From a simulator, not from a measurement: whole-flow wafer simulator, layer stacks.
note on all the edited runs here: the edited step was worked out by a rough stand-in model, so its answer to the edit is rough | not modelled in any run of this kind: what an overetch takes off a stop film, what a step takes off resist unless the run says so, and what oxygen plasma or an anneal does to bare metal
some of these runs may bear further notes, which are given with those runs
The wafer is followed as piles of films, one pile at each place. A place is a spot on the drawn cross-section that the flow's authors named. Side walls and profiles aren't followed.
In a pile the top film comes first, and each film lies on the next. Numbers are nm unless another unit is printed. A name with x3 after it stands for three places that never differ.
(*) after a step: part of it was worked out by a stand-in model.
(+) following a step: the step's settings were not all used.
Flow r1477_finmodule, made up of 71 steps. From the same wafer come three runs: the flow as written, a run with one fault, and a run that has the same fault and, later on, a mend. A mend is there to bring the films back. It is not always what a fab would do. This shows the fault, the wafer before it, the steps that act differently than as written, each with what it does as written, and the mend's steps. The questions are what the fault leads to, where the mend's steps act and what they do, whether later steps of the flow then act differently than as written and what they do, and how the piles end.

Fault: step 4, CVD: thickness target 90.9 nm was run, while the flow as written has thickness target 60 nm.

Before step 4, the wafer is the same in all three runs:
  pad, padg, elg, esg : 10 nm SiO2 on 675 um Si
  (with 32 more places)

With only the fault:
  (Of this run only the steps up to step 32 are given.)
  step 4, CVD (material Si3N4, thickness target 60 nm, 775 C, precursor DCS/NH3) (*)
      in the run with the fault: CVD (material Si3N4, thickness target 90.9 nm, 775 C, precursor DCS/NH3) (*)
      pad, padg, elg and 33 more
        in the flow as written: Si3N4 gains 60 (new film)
        in the run with the fault: Si3N4 gains 90.9 (new film)
  Later steps of the flow acting differently than as written:
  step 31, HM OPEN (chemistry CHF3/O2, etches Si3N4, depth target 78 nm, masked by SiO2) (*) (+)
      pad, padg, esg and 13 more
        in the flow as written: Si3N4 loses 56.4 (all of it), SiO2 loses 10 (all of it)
        in the run with the fault: Si3N4 loses 78
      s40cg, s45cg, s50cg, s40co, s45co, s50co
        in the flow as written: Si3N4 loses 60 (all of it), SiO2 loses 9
        in the run with the fault: Si3N4 loses 78
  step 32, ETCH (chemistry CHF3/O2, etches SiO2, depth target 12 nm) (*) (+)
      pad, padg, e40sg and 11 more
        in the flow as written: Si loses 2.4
        in the run with the fault: Si3N4 loses 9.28 (all of it), SiO2 loses 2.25
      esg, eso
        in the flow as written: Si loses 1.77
        in the run with the fault: Si3N4 loses 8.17
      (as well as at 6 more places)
  The piles after step 32 differ from the flow's at pad, padg, elg and 33 more by more than 2% or 0.5 nm, whichever is larger.
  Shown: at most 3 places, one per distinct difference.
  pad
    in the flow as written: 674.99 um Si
    in the run with the fault: 7.75 nm SiO2 on 675 um Si
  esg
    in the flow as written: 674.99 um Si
    in the run with the fault: 1.12 nm Si3N4 on 10 nm SiO2 on 675 um Si
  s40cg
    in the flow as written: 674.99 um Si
    in the run with the fault: 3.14 nm Si3N4 on 10 nm SiO2 on 675 um Si

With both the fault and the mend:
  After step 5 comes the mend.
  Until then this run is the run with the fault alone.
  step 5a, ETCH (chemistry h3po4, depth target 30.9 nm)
      pad, padg, elg and 33 more
        Si3N4 loses 30.9
  None of the later steps of the flow acts differently than as written at any place that is followed.
  At every place that both follow, the piles at the end match the flow's.
